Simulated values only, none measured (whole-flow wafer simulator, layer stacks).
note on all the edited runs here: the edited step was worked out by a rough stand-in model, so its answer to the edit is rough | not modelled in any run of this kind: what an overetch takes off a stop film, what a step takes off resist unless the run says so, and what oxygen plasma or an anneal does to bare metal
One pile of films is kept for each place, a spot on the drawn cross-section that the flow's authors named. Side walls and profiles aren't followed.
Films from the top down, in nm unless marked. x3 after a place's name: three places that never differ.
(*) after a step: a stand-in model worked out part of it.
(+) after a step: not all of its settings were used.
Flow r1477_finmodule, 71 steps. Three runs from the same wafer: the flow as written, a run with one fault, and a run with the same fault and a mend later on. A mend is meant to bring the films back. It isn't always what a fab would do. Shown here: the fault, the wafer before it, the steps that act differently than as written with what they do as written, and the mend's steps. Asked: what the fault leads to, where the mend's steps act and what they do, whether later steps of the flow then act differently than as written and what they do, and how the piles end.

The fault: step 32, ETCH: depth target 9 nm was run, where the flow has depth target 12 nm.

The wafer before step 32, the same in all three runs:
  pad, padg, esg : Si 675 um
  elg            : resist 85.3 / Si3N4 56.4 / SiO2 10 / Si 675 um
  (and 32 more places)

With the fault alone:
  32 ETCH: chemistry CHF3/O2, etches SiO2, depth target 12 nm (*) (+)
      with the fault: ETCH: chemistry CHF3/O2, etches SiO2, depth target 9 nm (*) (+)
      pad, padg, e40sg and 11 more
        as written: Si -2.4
        with the fault: Si -1.8
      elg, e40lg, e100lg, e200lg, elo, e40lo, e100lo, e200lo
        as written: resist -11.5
        with the fault: resist -8.62
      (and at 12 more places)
  Later steps of the flow that act differently than as written (3 more steps differ only slightly, by at most 2% or 0.5 nm, whichever is larger, and aren't shown):
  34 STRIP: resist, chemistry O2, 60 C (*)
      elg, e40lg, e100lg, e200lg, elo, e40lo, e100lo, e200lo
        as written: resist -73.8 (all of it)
        with the fault: resist -76.6 (all of it)
  At the end the piles differ from the flow's only slightly at the places that both follow, by at most 2% or 0.5 nm, whichever is larger.

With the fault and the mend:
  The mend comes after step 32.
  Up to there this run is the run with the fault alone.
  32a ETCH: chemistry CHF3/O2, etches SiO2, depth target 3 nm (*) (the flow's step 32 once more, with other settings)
      pad, padg, e40sg and 11 more
        Si -0.6
      elg, e40lg, e100lg, e200lg, elo, e40lo, e100lo, e200lo
        resist -2.88
      s40sg_line, s45sg_line, s50sg_line, s40so_line, s45so_line, s50so_line
        SiO2 -3
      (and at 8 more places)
  No later step of the flow acts differently than as written, at any place that is followed, by more than 2% or 0.5 nm, whichever is larger.
  At the end the piles differ from the flow's only slightly at the places that both follow, by at most 2% or 0.5 nm, whichever is larger.
